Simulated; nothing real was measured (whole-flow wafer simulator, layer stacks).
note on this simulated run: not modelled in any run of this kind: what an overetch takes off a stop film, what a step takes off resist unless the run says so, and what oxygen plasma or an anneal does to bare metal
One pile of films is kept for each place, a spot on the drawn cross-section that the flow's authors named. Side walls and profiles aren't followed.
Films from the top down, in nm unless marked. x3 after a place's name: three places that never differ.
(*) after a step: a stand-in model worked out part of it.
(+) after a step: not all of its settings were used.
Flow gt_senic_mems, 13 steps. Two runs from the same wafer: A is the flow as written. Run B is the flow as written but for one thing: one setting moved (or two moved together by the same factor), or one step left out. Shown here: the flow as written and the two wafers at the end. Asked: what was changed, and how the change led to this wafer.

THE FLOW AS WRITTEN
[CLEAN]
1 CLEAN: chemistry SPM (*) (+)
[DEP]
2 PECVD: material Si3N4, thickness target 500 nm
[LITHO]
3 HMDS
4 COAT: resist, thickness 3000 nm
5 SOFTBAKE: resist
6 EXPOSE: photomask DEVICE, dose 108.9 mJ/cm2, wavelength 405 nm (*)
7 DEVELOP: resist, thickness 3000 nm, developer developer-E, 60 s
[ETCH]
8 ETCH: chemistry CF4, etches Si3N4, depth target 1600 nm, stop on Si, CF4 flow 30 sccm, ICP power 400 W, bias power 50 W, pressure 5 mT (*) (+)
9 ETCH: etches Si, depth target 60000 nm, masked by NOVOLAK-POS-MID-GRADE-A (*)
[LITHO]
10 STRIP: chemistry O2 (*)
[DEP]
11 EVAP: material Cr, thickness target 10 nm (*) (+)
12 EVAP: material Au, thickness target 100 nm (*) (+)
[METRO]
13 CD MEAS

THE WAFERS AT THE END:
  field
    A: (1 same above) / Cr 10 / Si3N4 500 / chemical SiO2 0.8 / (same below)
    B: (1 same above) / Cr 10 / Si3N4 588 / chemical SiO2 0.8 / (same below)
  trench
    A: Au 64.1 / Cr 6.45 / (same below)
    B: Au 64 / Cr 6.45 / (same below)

The cause: step 2, PECVD: thickness target 588 nm was run, where the flow has thickness target 500 nm.
It can be read off the wafer: field has Si3N4 588, and step 2 as written asks for 500 nm.

How the change led to this, step by step:
  2 PECVD: material Si3N4, thickness target 500 nm
      field, trench: A Si3N4 +500 (new film) | B Si3N4 +588 (new film)
  8 ETCH: chemistry CF4, etches Si3N4, depth target 1600 nm, stop on Si, CF4 flow 30 sccm, ICP power 400 W, bias power 50 W, pressure 5 mT (*) (+)
      field: A resist -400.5 | B resist -459.2
      trench: A Si3N4 -500 (all of it), chemical SiO2 -0.8 (all of it) | B Si3N4 -588 (all of it), chemical SiO2 -0.8 (all of it)
  10 STRIP: chemistry O2 (*)
      field: A resist -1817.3 (all of it) | B resist -1758.6 (all of it)
